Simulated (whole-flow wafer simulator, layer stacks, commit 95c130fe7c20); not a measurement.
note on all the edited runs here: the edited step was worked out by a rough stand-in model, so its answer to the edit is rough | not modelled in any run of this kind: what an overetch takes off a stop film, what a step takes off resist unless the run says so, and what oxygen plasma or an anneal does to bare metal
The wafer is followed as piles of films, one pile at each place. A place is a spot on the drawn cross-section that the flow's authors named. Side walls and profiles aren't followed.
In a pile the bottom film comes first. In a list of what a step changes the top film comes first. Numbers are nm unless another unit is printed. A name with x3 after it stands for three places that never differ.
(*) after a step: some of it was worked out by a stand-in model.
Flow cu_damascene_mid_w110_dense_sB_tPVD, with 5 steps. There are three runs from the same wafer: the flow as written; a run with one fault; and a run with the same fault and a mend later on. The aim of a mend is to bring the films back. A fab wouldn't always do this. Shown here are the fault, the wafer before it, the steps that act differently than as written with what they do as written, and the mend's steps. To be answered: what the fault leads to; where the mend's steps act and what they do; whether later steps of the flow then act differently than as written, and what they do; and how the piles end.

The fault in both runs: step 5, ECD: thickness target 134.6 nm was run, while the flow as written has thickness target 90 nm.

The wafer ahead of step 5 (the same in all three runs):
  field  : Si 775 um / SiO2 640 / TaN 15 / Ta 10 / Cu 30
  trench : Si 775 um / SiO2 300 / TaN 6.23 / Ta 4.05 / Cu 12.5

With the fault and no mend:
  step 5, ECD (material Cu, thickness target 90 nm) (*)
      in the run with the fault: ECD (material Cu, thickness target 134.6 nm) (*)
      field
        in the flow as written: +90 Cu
        in the run with the fault: +134.6 Cu
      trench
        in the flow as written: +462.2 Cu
        in the run with the fault: +506.8 Cu
  None of the later steps of the flow acts differently than as written at any place that is followed.
  By the end, the piles at field, trench depart from the flow's by more than 2% or 0.5 nm, whichever is larger.
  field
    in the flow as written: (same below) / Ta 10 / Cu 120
    in the run with the fault: (same below) / Ta 10 / Cu 164.6
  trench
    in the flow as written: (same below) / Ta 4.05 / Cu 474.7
    in the run with the fault: (same below) / Ta 4.05 / Cu 519.3

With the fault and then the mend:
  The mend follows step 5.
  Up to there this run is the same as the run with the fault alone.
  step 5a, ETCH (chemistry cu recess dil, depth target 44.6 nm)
      field, trench
        -44.6 Cu
  None of the later steps of the flow acts differently than as written at any place that is followed.
  At every place that both follow, the piles at the end match the flow's.
